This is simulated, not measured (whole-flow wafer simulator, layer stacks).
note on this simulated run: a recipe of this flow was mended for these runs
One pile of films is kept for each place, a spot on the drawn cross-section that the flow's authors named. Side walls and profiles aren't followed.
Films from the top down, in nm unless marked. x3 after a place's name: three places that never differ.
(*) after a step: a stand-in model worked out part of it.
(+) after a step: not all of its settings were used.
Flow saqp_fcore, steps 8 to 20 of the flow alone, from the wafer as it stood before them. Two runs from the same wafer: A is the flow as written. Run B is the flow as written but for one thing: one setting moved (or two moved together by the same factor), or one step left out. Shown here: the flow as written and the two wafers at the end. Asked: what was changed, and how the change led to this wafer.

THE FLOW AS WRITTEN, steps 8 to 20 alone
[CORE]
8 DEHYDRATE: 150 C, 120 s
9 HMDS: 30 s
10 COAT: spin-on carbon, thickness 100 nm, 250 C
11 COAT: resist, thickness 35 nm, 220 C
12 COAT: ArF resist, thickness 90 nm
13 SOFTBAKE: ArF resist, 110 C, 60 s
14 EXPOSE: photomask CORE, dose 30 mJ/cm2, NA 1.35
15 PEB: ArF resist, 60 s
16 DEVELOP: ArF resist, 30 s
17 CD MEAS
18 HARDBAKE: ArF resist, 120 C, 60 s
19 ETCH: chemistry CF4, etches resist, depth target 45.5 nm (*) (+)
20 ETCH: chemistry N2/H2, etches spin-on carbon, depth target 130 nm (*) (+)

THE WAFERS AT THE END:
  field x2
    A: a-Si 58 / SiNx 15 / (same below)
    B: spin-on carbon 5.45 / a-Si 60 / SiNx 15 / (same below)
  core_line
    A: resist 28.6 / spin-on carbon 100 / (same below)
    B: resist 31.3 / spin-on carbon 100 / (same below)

The cause: step 20, ETCH: depth target 89.3 nm was run, where the flow has depth target 130 nm.

How the change led to this, step by step:
  20 ETCH: chemistry N2/H2, etches spin-on carbon, depth target 130 nm (*) (+)
      field x2: A spin-on carbon -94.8 (all of it), a-Si -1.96 | B spin-on carbon -89.3
      core_line: A ArF resist -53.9 (all of it), resist -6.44 | B ArF resist -53.9 (all of it), resist -3.72
